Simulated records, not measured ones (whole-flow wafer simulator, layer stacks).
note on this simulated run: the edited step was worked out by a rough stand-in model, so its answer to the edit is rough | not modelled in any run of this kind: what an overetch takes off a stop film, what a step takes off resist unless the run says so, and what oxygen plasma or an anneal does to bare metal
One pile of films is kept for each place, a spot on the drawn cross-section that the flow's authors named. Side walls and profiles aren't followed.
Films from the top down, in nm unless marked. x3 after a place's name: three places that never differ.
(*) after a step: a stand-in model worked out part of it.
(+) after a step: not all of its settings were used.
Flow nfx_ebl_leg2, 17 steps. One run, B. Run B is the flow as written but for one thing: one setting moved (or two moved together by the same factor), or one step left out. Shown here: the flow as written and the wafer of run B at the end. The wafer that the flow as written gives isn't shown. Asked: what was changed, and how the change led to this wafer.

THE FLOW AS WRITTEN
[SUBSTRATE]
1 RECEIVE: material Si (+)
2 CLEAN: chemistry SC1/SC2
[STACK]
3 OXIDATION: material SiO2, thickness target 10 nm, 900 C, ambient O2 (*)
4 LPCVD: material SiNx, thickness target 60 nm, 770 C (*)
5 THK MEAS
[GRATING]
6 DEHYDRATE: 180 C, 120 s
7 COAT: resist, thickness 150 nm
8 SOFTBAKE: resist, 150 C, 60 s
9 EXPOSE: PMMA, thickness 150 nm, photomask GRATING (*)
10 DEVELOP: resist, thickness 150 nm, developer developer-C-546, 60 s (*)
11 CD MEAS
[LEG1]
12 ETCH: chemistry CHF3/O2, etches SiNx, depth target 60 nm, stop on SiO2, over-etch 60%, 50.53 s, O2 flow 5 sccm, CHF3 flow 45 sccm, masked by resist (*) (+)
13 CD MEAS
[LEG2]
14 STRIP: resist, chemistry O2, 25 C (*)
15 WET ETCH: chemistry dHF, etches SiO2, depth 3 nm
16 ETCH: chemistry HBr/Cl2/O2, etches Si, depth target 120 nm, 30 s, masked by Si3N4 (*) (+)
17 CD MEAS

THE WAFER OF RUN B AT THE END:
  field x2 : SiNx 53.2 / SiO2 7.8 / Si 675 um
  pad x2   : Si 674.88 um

The cause: step 3, OXIDATION: thickness target 7.8 nm was run, where the flow has thickness target 10 nm.
It can be read off the wafer: field x2 has SiO2 7.8, and step 3 as written asks for 10 nm.

How the change led to this, step by step:
  3 OXIDATION: material SiO2, thickness target 10 nm, 900 C, ambient O2 (*)
      field x2, pad x2: SiO2 +7.8 (new film), chemical SiO2 -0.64 (all of it), Si -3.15 (as written it would be: SiO2 +10 (new film), chemical SiO2 -0.64 (all of it), Si -4.12)
  12 ETCH: chemistry CHF3/O2, etches SiNx, depth target 60 nm, stop on SiO2, over-etch 60%, 50.53 s, O2 flow 5 sccm, CHF3 flow 45 sccm, masked by resist (*) (+)
      pad x2: SiNx -60 (all of it), SiO2 -7.8 (all of it) (as written it would be: SiNx -60 (all of it), SiO2 -10 (all of it))
